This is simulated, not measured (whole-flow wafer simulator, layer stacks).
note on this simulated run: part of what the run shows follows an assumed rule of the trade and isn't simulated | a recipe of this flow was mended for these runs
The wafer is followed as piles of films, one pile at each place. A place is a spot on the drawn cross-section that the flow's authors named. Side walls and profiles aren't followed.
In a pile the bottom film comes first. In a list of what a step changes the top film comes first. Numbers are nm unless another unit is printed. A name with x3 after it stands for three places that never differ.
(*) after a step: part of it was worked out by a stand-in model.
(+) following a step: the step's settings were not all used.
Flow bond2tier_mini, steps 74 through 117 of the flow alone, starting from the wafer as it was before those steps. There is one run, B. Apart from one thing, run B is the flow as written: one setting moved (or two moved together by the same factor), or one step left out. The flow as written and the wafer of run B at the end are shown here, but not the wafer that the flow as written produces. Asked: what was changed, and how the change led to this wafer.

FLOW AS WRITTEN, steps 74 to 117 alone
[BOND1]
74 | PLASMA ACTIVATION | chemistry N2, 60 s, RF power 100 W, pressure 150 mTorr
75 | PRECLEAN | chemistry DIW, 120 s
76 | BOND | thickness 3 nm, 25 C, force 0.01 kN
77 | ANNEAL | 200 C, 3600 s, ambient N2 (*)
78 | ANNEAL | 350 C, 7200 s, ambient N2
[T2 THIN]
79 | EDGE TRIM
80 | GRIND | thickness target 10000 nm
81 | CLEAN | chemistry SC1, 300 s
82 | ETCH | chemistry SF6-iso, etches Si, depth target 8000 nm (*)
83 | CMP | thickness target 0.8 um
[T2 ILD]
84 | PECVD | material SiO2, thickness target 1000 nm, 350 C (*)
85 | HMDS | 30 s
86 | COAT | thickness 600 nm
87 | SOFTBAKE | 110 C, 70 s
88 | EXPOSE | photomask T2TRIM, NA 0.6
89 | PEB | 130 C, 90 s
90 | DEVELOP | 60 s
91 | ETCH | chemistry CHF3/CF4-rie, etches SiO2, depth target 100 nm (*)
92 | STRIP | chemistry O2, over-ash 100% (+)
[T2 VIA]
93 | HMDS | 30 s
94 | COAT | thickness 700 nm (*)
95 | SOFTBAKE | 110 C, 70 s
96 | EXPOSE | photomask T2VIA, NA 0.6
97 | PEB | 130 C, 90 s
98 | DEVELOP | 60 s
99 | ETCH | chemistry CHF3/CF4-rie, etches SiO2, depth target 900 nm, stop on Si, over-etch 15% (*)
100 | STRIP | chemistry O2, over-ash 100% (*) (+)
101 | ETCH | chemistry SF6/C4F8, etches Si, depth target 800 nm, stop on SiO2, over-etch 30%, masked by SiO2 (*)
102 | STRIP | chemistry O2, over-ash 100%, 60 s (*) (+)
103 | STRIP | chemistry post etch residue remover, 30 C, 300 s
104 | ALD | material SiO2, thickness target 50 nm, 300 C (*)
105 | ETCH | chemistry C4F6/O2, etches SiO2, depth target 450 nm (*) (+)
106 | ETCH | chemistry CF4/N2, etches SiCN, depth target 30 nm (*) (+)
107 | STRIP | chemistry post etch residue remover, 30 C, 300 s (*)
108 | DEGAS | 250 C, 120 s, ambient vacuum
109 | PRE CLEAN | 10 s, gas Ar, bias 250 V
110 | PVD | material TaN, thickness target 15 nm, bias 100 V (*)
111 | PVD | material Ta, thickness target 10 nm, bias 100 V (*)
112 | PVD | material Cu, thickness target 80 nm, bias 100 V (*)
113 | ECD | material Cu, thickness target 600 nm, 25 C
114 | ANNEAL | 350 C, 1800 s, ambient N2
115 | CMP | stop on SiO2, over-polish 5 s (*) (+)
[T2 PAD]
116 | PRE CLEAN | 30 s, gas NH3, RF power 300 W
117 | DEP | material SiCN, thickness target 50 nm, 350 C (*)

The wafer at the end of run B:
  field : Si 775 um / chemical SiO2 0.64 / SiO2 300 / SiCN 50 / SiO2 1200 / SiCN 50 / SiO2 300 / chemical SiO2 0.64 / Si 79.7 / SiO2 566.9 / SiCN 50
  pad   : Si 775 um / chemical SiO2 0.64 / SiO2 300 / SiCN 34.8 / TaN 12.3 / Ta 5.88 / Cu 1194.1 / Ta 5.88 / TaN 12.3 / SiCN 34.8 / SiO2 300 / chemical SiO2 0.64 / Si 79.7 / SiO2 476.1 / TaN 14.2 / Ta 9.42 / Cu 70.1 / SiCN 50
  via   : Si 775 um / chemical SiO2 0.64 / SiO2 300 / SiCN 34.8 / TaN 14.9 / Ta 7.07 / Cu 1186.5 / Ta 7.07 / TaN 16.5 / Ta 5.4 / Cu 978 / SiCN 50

Cause: step 82, ETCH: depth target 9920 nm was run, while the flow as written has depth target 8000 nm.

Step by step, how the change led to this:
  82 | ETCH | chemistry SF6-iso, etches Si, depth target 8000 nm (*)
      field, pad, via: chemical SiO2 loses 0.6 (all of it), Si loses 9920 (as written it would have been: chemical SiO2 loses 0.6 (all of it), Si loses 8000)
  83 | CMP | thickness target 0.8 um
      field, pad, via: nothing (as written it would have been: Si loses 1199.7)
  101 | ETCH | chemistry SF6/C4F8, etches Si, depth target 800 nm, stop on SiO2, over-etch 30%, masked by SiO2 (*)
      field, pad: SiO2 loses 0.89 (as written it would have been: SiO2 loses 10.3)
      via: Si loses 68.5 (all of it), chemical SiO2 loses 0.64 (all of it), SiO2 loses 9.07 (as written it would have been: Si loses 788.8 (all of it), chemical SiO2 loses 0.64 (all of it), SiO2 loses 1.87)
  105 | ETCH | chemistry C4F6/O2, etches SiO2, depth target 450 nm (*) (+)
      via: SiO2 loses 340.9 (all of it), SiCN loses 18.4 (as written it would have been: SiO2 loses 348.1 (all of it), SiCN loses 17.2)
  106 | ETCH | chemistry CF4/N2, etches SiCN, depth target 30 nm (*) (+)
      via: SiCN loses 16.4 (all of it), TaN loses 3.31 (as written it would have been: SiCN loses 17.6 (all of it), TaN loses 3.01)
  110 | PVD | material TaN, thickness target 15 nm, bias 100 V (*)
      via: TaN gains 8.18 (as written it would have been: TaN gains 6.94)
  111 | PVD | material Ta, thickness target 10 nm, bias 100 V (*)
      via: Ta gains 5.4 (new film) (as written it would have been: Ta gains 4.57 (new film))
  112 | PVD | material Cu, thickness target 80 nm, bias 100 V (*)
      via: Cu gains 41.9 (new film) (as written it would have been: Cu gains 35 (new film))
  113 | ECD | material Cu, thickness target 600 nm, 25 C
      via: Cu gains 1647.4 (as written it would have been: Cu gains 2367)
